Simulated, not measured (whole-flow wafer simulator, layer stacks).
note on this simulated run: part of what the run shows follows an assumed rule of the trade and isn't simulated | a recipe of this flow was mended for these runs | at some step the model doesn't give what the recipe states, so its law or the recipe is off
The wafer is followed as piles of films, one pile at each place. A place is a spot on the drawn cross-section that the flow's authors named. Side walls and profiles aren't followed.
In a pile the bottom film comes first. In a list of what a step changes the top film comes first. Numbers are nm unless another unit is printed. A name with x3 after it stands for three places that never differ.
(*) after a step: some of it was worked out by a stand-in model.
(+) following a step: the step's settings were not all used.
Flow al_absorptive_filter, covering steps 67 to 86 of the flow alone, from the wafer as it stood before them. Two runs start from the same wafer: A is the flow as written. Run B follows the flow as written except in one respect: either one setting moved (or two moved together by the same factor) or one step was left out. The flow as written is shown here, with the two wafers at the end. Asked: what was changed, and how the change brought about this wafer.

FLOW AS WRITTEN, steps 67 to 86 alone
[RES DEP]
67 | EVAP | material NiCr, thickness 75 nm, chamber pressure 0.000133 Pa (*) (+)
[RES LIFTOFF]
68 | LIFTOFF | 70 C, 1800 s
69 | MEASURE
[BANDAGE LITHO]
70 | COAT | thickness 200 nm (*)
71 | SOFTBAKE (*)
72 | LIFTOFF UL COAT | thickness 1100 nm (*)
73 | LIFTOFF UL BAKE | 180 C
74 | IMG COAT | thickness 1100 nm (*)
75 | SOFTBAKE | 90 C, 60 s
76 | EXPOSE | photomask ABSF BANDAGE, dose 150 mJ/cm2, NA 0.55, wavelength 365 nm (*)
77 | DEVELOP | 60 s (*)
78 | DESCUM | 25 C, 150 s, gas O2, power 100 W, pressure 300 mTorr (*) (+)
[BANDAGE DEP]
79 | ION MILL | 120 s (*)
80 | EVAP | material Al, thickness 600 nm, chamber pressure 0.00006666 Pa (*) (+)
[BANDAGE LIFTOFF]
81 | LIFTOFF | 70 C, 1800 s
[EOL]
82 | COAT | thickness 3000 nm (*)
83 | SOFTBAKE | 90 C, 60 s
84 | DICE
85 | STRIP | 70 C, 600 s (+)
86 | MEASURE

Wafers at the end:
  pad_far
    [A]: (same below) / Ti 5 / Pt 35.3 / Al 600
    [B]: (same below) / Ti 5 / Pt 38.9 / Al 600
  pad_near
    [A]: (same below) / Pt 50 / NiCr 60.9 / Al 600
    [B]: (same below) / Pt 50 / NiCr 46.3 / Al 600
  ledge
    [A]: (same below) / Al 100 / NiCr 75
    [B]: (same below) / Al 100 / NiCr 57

The reason: step 67, EVAP: thickness 57 nm was run, while the flow as written has thickness 75 nm; step 79, ION MILL: 91 s was run, where the flow has 120 s.
The wafer itself shows it: ledge has NiCr 57, and step 67 as written asks for 75 nm.

Step by step, how the change led to this:
  67 | EVAP | material NiCr, thickness 75 nm, chamber pressure 0.000133 Pa (*) (+)
      gnd, pad_far, ledge and 9 more: A NiCr gains 75 (new film) | B NiCr gains 57 (new film)
      pad_near, res: A NiCr gains 74.2 (new film) | B NiCr gains 56.4 (new film)
  68 | LIFTOFF | 70 C, 1800 s
      xa_field, xl_land, idc_field: A NiCr loses 75 (all of it), i-line-resist loses 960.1 (all of it), lift-off-underlayer loses 1100 (all of it), acrylic-e-beam-resist loses 200 (all of it) | B NiCr loses 57 (all of it), i-line-resist loses 960.1 (all of it), lift-off-underlayer loses 1100 (all of it), acrylic-e-beam-resist loses 200 (all of it)
      gnd: A NiCr loses 75 (all of it), i-line-resist loses 959.5 (all of it), lift-off-underlayer loses 1100.9 (all of it), acrylic-e-beam-resist loses 200.6 (all of it) | B NiCr loses 57 (all of it), i-line-resist loses 959.5 (all of it), lift-off-underlayer loses 1100.9 (all of it), acrylic-e-beam-resist loses 200.6 (all of it)
      (as well as at 7 more places)
  79 | ION MILL | 120 s (*)
      gnd, ledge, res and 9 more: A i-line-resist loses 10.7 | B i-line-resist loses 8.08
      pad_far: A Pt loses 14.7 | B Pt loses 11.1
      (as well as at 1 more place)
  83 | SOFTBAKE | 90 C, 60 s
      gnd: A i-line-resist gains 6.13 | B i-line-resist gains 5.57
      ledge: A i-line-resist loses 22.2 | B i-line-resist loses 21.1
      (as well as at 1 more place)
